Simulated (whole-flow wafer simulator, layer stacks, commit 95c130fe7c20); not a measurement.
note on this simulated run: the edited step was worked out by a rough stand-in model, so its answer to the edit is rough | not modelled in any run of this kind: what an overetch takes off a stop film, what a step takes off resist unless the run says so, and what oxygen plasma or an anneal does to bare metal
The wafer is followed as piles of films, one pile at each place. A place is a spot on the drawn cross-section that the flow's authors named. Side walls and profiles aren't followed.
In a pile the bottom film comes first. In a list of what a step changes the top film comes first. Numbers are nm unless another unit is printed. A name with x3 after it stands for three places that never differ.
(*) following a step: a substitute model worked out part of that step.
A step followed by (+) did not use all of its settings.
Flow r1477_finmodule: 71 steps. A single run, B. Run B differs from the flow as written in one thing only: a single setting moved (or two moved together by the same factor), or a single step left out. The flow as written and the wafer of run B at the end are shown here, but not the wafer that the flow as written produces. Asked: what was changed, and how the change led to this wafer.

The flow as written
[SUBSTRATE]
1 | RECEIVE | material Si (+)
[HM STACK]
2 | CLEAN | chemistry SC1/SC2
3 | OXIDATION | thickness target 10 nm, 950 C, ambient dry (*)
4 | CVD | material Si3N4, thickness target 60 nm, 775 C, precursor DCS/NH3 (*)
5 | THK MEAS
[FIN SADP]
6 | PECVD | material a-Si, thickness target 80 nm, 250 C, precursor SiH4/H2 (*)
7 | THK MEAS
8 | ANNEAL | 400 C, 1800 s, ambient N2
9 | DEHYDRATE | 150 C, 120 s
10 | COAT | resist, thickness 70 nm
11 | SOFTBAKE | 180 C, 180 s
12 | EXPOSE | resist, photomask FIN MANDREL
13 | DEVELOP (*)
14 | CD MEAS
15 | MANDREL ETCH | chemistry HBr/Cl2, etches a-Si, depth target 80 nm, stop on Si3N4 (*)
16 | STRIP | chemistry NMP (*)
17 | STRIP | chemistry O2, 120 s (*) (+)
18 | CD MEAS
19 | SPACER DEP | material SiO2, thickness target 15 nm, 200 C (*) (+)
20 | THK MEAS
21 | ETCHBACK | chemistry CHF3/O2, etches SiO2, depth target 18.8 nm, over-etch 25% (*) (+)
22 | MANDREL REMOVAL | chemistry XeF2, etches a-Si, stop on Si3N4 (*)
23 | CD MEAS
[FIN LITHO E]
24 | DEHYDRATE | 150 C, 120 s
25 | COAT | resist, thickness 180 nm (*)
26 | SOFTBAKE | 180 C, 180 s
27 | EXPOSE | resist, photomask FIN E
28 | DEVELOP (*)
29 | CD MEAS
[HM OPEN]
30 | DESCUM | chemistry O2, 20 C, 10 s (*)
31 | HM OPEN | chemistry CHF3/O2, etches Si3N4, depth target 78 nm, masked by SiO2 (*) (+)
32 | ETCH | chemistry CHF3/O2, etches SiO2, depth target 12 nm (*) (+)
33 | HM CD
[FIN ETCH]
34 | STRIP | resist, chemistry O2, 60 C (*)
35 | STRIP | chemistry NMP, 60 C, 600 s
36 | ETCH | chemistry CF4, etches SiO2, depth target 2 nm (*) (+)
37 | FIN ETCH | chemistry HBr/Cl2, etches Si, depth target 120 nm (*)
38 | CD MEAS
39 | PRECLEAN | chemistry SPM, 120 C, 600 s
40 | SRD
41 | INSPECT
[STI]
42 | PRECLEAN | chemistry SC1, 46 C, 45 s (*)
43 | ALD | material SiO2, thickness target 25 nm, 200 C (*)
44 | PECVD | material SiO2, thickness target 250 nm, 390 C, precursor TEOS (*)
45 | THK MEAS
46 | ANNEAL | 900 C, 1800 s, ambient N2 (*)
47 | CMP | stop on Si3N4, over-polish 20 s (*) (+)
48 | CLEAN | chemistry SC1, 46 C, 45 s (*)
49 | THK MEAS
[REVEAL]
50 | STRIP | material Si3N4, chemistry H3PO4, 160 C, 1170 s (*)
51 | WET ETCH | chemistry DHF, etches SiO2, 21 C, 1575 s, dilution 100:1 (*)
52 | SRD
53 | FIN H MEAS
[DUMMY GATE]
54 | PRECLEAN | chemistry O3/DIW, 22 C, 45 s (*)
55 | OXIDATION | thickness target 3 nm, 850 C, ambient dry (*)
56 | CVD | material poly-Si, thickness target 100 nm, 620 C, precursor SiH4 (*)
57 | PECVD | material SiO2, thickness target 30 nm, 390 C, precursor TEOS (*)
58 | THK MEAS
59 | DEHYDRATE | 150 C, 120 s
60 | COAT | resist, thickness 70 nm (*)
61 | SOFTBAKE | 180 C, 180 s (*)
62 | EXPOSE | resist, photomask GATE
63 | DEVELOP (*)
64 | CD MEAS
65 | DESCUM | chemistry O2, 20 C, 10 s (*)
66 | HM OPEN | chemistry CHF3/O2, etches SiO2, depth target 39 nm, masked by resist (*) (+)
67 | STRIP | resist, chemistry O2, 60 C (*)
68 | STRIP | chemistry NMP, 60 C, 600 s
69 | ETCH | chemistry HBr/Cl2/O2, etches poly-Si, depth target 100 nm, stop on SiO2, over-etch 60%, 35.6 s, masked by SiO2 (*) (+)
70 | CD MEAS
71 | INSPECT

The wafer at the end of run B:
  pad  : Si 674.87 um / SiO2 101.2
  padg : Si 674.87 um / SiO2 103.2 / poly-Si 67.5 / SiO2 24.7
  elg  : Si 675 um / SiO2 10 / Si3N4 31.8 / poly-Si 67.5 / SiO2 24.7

Cause: step 56, CVD: thickness target 67.5 nm was run, though the flow has thickness target 100 nm.
The wafer lets one read it off: padg has poly-Si 67.5, and step 56 as written asks for 100 nm.

How this came from the change, step by step:
  56 | CVD | material poly-Si, thickness target 100 nm, 620 C, precursor SiH4 (*)
      pad, padg, elg and 26 more: poly-Si gains 67.5 (new film) (as written it would have been: poly-Si gains 100 (new film))
      s40cg, s40co: poly-Si gains 80.4 (new film) (as written it would have been: poly-Si gains 113.9 (new film))
      (also at 5 further places)
  67 | STRIP | resist, chemistry O2, 60 C (*)
      s40cg: resist loses 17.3 (all of it) (as written it would have been: resist loses 16.5 (all of it))
      s45cg: resist loses 18 (all of it) (as written it would have been: resist loses 16.9 (all of it))
      (also at 1 further place)
  69 | ETCH | chemistry HBr/Cl2/O2, etches poly-Si, depth target 100 nm, stop on SiO2, over-etch 60%, 35.6 s, masked by SiO2 (*) (+)
      pad, eso, e40so and 8 more: chemical SiO2 loses 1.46 (all of it), poly-Si loses 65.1 (all of it), SiO2 loses 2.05 (as written it would have been: chemical SiO2 loses 1.46 (all of it), poly-Si loses 97.6 (all of it), SiO2 loses 0.42)
      elo, e40lo, e100lo, e200lo: chemical SiO2 loses 1.46 (all of it), poly-Si loses 65.1 (all of it), Si3N4 loses 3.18 (as written it would have been: chemical SiO2 loses 1.46 (all of it), poly-Si loses 97.6 (all of it), Si3N4 loses 0.22)
      (also at 3 further places)
